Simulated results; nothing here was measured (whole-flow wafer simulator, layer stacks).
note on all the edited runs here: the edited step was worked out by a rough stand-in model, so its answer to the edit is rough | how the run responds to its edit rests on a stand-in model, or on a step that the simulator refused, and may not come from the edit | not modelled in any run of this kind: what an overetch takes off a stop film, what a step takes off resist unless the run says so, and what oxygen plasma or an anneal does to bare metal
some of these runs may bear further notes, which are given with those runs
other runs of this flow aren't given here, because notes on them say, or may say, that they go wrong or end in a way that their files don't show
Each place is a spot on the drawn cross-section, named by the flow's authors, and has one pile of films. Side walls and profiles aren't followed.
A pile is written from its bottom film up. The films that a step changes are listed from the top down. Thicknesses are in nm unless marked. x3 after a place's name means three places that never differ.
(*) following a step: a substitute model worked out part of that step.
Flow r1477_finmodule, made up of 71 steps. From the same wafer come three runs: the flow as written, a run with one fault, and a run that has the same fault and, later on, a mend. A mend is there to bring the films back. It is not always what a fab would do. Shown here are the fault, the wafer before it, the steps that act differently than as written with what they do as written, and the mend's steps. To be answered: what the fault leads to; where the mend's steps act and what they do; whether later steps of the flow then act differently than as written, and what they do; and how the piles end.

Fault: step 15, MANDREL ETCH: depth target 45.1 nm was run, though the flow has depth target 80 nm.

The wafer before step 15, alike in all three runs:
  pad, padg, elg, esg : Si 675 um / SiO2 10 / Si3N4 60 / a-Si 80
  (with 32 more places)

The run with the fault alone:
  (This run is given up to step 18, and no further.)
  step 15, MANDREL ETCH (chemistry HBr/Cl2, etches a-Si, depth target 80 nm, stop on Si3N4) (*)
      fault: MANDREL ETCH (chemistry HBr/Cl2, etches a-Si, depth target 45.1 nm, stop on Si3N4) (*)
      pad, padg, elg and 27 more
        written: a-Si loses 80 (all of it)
        fault: a-Si loses 45.1
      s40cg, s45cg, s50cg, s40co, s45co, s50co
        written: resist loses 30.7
        fault: resist loses 17.3
  Steps later in the flow that act otherwise than as written:
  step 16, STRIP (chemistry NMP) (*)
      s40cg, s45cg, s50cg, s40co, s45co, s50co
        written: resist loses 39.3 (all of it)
        fault: resist loses 52.7 (all of it)
  Once step 18 is done, the piles at pad, padg, elg and 27 more depart from the flow's by more than 2% or 0.5 nm, whichever is larger.
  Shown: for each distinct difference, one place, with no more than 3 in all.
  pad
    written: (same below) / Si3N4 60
    fault: (same below) / Si3N4 60 / a-Si 34.9

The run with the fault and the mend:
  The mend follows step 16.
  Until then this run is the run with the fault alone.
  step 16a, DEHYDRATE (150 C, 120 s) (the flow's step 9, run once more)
      alters no film at any place that is followed
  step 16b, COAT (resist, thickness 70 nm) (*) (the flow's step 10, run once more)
      pad, padg, elg and 15 more
        resist gains 70 (new film)
      s40cg, s40co
        resist gains 40.3 (new film)
      s40sg, s40so
        resist gains 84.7 (new film)
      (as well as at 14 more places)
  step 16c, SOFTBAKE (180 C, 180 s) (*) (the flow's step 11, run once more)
      alters no film at any place that is followed
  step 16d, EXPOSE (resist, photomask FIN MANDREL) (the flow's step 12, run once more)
      alters no film at any place that is followed
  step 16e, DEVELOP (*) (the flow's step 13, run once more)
      pad, padg, elg and 15 more
        resist loses 70 (all of it)
      s40sg, s40so
        resist loses 84.7 (all of it)
      s40sg_line, s40so_line
        resist loses 85.1 (all of it)
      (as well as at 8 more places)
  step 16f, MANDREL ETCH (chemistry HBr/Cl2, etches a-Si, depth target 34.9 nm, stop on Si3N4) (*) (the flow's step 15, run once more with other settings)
      pad, padg, elg and 27 more
        a-Si loses 34.9 (all of it)
      s40cg, s45cg, s50cg, s40co, s45co, s50co
        resist loses 13.4
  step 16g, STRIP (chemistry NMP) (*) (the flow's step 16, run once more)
      s40cg, s40co
        resist loses 26.9 (all of it)
      s45cg, s45co
        resist loses 28.8 (all of it)
      s50cg, s50co
        resist loses 30.7 (all of it)
  Every later step of the flow that is run acts as written at every place that is followed.
  At every place that both follow, the piles at the end match the flow's.
